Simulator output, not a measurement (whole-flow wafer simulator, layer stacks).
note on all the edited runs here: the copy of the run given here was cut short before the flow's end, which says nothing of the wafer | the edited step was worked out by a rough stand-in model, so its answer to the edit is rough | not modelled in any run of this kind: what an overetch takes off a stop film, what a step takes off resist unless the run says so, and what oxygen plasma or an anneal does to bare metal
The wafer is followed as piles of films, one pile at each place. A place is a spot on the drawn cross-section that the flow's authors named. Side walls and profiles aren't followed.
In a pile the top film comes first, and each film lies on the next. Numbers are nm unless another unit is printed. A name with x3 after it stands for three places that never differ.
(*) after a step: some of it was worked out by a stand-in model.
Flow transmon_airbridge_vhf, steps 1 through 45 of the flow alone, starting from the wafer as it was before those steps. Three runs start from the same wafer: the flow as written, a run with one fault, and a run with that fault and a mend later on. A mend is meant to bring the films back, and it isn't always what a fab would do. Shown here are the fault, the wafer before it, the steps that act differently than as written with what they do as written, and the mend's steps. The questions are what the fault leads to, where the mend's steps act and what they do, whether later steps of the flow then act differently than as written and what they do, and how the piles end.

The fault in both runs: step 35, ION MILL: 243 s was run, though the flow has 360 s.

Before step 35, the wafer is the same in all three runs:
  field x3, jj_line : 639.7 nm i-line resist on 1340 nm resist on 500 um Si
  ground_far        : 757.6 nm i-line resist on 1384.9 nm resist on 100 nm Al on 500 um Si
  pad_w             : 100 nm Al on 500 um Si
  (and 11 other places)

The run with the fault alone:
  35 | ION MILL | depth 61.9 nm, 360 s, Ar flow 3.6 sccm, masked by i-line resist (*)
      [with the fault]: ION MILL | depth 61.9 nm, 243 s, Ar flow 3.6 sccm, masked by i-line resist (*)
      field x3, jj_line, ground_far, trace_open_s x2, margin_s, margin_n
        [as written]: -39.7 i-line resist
        [with the fault]: -26.8 i-line resist
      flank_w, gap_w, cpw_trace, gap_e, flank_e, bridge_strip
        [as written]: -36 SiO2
        [with the fault]: -24.3 SiO2
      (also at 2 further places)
  Steps further on in the flow that do not act as written (not shown: 3 more steps that differ only slightly, by at most 2% or 0.5 nm, whichever is larger):
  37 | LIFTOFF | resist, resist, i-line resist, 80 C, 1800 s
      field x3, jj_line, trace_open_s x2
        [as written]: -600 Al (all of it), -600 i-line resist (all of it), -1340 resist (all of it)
        [with the fault]: -600 Al (all of it), -612.9 i-line resist (all of it), -1340 resist (all of it)
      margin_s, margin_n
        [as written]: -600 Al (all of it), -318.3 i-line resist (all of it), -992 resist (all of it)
        [with the fault]: -600 Al (all of it), -331.2 i-line resist (all of it), -992 resist (all of it)
  By the end, the piles at pad_w, pad_e depart from the flow's by more than 2% or 0.5 nm, whichever is larger.
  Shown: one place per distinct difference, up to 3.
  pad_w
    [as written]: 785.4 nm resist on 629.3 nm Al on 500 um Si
    [with the fault]: 782.1 nm resist on 649.5 nm Al on 500 um Si

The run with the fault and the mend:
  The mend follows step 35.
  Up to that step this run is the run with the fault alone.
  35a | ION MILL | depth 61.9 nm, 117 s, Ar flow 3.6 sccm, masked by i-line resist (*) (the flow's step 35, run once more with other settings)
      field x3, jj_line, ground_far, trace_open_s x2, margin_s, margin_n
        -12.9 i-line resist
      flank_w, gap_w, cpw_trace, gap_e, flank_e, bridge_strip
        -11.7 SiO2
      pad_w, pad_e
        -20.1 Al
  Every later step of the flow that is run acts as written at every place that is followed.
  By the end, the piles equal the flow's at every place that both follow.
